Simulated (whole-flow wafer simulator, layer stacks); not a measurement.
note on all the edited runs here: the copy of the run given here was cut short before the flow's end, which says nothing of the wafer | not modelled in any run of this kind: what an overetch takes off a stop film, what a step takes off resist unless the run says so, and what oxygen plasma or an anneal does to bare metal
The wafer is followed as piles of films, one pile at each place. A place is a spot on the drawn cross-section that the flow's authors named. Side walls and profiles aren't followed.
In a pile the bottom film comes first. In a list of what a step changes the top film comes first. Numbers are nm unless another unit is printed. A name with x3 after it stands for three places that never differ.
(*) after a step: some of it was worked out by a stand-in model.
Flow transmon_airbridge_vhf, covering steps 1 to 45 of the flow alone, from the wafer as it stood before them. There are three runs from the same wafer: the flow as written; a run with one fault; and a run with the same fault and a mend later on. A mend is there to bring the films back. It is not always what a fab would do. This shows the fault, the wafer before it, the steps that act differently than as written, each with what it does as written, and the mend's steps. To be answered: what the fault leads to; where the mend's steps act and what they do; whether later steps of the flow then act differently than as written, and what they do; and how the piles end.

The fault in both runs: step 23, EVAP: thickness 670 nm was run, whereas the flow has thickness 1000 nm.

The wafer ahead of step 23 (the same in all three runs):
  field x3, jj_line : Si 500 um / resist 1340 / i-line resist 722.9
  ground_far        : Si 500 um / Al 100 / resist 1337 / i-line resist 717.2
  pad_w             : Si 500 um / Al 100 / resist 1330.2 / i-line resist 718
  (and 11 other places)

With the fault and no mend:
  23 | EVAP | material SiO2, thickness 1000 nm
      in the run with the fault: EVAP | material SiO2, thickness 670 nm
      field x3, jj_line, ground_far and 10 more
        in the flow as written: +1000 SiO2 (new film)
        in the run with the fault: +670 SiO2 (new film)
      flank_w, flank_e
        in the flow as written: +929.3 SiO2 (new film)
        in the run with the fault: +622.6 SiO2 (new film)
  Later steps of the flow acting differently than as written (2 more steps, not shown, differ only slightly: by at most 2% or 0.5 nm, whichever is larger):
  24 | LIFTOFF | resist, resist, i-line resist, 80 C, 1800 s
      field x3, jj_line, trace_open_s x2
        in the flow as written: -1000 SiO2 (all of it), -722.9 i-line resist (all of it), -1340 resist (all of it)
        in the run with the fault: -670 SiO2 (all of it), -722.9 i-line resist (all of it), -1340 resist (all of it)
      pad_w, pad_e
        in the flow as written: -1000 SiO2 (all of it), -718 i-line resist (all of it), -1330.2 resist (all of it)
        in the run with the fault: -670 SiO2 (all of it), -718 i-line resist (all of it), -1330.2 resist (all of it)
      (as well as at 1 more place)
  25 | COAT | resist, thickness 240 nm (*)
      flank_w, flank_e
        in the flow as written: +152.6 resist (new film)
        in the run with the fault: +164 resist (new film)
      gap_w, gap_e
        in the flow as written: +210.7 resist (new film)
        in the run with the fault: +224.8 resist (new film)
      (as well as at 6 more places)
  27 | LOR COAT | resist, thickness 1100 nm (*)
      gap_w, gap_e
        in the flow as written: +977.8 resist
        in the run with the fault: +1023.9 resist
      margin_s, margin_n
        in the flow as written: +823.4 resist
        in the run with the fault: +905.1 resist
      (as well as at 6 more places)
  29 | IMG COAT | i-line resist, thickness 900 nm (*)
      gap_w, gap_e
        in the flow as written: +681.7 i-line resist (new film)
        in the run with the fault: +762.1 i-line resist (new film)
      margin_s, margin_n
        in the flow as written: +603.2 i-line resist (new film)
        in the run with the fault: +707.2 i-line resist (new film)
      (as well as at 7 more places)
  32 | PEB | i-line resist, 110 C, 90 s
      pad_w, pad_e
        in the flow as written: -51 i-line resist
        in the run with the fault: -49.4 i-line resist
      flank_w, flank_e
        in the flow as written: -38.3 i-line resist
        in the run with the fault: -41.6 i-line resist
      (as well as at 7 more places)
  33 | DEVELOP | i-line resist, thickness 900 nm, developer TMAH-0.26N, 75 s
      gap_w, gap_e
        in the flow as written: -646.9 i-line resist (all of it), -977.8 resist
        in the run with the fault: -723.1 i-line resist (all of it), -1023.9 resist
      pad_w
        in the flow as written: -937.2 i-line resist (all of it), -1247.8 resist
        in the run with the fault: -908.8 i-line resist (all of it), -1196.1 resist
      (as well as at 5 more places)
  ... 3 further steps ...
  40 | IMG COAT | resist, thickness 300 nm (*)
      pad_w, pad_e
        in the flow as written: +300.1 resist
        in the run with the fault: +291.3 resist
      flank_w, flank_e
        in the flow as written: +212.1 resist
        in the run with the fault: +222.7 resist
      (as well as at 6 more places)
  At pad_w, flank_w, gap_w and 7 more, the piles at the end differ from the flow's by more than 2% or 0.5 nm, whichever is larger.
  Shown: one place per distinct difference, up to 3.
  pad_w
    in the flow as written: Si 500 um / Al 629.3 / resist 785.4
    in the run with the fault: Si 500 um / Al 629.6 / resist 757.3
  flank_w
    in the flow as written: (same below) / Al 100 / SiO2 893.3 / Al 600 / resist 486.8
    in the run with the fault: (same below) / Al 100 / SiO2 586.7 / Al 600 / resist 524.2
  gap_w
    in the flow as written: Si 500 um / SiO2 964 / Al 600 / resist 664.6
    in the run with the fault: Si 500 um / SiO2 634 / Al 600 / resist 692.7

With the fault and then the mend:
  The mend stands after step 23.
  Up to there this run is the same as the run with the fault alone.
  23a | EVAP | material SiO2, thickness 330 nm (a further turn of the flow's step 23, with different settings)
      field x3, jj_line, ground_far and 10 more
        +330 SiO2
      flank_w, flank_e
        +307 SiO2
  Later steps of the flow that are run all act as written at every place that is followed, up to a difference of at most 2% or 0.5 nm, whichever is larger.
  At the end the piles are close to the flow's at the places that both follow, differing by at most 2% or 0.5 nm, whichever is larger.
